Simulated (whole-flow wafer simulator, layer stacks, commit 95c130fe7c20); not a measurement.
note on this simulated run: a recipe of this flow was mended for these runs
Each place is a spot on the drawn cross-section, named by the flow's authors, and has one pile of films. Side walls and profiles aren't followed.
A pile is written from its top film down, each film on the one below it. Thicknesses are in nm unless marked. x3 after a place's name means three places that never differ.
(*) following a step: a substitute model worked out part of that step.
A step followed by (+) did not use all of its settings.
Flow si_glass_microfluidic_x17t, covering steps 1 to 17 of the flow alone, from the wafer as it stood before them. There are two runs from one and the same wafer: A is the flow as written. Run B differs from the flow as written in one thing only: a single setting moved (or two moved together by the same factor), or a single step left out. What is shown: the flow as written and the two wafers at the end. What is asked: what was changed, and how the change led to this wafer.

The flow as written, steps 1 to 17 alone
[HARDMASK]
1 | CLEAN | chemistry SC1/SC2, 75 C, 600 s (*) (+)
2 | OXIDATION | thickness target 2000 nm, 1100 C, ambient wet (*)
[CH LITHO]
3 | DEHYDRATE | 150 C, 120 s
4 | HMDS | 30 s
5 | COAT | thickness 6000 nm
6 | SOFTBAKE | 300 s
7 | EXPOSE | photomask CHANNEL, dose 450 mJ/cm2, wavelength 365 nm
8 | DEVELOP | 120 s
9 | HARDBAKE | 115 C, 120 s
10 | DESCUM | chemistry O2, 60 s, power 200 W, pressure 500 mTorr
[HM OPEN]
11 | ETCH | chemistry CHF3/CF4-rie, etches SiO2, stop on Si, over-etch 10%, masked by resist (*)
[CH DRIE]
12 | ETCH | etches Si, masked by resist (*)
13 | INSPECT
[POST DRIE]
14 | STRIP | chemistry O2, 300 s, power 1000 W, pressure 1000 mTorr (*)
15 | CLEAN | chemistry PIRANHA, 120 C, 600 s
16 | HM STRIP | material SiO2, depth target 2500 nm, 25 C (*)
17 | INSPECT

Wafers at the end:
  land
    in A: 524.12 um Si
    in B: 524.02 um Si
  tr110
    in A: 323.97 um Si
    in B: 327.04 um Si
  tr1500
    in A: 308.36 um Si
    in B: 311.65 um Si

The reason: step 2, OXIDATION: thickness target 2221 nm was run, while the flow as written has thickness target 2000 nm.

How this came from the change, step by step:
  2 | OXIDATION | thickness target 2000 nm, 1100 C, ambient wet (*)
      land, tr110, tr1500, tr15: A +2000 SiO2 (new film), -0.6 chemical SiO2 (all of it), -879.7 Si | B +2221 SiO2 (new film), -0.6 chemical SiO2 (all of it), -977 Si
  11 | ETCH | chemistry CHF3/CF4-rie, etches SiO2, stop on Si, over-etch 10%, masked by resist (*)
      tr110, tr1500, tr15: A -2000 SiO2 (all of it), -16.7 Si | B -2200 SiO2
  12 | ETCH | etches Si, masked by resist (*)
      tr110: A -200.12 um Si | B -21 SiO2 (all of it), -196.97 um Si
      tr1500: A -215.73 um Si | B -21 SiO2 (all of it), -212.37 um Si
      (and at 1 other place as well)
  16 | HM STRIP | material SiO2, depth target 2500 nm, 25 C (*)
      land: A -2000 SiO2 (all of it) | B -2221 SiO2 (all of it)
